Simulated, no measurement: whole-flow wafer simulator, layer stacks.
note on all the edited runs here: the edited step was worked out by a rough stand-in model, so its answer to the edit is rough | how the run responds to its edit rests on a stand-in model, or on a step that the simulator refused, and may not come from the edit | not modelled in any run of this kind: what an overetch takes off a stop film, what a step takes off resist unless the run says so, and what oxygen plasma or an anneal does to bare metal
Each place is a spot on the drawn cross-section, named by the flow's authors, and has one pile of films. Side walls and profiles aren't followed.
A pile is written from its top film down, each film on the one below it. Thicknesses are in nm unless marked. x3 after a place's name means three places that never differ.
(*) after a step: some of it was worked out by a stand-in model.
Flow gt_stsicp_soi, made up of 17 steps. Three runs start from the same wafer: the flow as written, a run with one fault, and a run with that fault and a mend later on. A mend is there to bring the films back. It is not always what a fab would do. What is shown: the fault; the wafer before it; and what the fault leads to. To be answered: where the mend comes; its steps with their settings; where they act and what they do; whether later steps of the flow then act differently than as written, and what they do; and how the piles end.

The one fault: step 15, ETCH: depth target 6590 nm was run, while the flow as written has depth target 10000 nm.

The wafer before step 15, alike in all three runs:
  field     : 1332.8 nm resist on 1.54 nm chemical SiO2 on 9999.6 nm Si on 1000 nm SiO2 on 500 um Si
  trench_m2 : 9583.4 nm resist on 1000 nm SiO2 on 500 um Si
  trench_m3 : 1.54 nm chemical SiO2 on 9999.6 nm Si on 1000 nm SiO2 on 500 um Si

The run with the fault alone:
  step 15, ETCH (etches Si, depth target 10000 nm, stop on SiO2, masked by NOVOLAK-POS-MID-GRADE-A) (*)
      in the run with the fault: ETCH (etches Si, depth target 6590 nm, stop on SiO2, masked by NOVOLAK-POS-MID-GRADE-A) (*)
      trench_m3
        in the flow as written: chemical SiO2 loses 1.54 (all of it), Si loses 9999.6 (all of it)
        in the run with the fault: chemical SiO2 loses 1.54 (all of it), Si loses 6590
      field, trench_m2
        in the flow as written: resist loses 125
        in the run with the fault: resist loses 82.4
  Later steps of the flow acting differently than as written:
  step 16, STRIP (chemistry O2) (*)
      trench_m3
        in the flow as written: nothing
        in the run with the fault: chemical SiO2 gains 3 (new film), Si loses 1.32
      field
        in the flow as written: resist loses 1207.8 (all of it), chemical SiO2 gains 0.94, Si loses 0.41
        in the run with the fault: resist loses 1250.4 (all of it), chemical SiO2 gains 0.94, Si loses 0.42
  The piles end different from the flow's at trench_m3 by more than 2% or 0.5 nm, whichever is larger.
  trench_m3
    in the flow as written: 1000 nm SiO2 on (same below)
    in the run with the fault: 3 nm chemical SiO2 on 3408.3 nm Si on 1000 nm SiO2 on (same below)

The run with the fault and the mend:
  The mend follows step 15.
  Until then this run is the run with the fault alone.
  step 15a, ETCH (etches Si, depth target 3410 nm, stop on SiO2, masked by NOVOLAK-POS-MID-GRADE-A) (*) (the flow's step 15 again, with other settings)
      field, trench_m2
        resist loses 42.6
      trench_m3
        Si loses 3409.6 (all of it)
  Later steps of the flow that are run all act as written at every place that is followed.
  By the end, the piles equal the flow's at every place that both follow.
